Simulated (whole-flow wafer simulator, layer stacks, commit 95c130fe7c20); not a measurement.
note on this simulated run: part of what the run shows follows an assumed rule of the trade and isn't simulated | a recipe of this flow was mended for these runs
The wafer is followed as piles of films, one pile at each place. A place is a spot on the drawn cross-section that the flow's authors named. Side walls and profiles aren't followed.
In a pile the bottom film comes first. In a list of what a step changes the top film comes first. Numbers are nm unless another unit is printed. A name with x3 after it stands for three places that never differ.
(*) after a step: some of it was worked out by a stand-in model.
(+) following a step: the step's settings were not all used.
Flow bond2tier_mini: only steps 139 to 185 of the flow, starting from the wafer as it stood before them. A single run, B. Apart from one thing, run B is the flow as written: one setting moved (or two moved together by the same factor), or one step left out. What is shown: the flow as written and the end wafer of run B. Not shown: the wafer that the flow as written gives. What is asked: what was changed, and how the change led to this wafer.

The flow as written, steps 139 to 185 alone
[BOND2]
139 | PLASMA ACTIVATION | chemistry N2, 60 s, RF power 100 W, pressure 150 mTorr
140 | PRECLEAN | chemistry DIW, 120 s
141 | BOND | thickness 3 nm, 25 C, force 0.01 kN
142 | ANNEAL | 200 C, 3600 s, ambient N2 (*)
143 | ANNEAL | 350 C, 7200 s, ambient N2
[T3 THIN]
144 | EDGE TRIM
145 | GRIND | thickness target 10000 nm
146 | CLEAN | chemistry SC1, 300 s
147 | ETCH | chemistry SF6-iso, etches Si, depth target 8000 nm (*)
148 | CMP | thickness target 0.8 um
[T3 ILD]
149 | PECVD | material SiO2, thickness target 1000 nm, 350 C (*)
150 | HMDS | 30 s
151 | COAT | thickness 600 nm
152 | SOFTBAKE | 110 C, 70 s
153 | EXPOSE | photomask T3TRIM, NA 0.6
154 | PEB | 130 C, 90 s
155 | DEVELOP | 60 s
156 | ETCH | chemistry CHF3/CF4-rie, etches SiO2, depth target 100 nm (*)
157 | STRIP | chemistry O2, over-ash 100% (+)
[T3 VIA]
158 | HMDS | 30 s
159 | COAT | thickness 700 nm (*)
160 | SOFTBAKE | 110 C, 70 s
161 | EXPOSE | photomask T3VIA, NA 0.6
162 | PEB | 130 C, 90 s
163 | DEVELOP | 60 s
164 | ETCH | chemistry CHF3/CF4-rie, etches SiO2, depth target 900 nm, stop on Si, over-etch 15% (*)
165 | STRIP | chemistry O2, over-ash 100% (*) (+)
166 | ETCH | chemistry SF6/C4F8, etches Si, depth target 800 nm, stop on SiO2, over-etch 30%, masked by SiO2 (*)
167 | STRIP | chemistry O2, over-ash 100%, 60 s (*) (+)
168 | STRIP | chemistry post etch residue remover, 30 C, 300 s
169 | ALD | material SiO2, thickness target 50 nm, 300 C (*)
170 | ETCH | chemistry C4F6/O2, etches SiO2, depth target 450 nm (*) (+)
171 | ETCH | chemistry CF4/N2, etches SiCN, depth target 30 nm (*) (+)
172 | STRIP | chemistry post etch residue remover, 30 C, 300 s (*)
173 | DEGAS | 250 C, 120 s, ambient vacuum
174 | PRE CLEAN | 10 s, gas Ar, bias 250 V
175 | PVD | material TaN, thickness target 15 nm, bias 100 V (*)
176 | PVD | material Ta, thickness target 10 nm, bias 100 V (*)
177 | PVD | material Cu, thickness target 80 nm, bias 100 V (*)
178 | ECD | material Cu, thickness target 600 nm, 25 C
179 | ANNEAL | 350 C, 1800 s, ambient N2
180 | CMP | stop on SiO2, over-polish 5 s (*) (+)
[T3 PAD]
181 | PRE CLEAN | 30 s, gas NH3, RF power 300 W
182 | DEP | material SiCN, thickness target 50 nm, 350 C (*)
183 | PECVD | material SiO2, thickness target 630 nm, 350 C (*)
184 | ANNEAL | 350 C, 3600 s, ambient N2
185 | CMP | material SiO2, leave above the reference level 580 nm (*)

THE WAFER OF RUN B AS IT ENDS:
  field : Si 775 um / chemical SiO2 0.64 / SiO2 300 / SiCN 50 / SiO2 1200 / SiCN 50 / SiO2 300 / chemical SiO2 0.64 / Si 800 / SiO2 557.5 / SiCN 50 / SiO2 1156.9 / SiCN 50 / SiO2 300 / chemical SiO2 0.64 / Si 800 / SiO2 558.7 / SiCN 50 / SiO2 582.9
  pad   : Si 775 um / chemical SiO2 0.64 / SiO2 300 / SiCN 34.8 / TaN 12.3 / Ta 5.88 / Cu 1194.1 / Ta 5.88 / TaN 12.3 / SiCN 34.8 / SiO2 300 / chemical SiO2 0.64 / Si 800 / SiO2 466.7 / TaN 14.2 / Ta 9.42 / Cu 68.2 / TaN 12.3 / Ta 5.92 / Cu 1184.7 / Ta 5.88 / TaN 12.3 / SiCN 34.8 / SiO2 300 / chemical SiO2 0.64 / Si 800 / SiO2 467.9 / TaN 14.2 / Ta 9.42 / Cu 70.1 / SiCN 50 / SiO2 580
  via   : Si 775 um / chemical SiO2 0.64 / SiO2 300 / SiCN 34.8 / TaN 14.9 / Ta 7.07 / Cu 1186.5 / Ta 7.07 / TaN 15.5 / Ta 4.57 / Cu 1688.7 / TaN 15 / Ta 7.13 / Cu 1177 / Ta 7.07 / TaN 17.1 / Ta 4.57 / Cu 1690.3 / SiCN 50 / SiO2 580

What caused this: step 174, PRE CLEAN: 6 s was run, while the flow as written has 10 s.

The path from the change to this, step by step:
  174 | PRE CLEAN | 10 s, gas Ar, bias 250 V
      field, pad: -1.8 SiO2 (in the flow as written it would be: -3 SiO2)
      via: -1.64 TaN (in the flow as written it would be: -3.19 TaN)
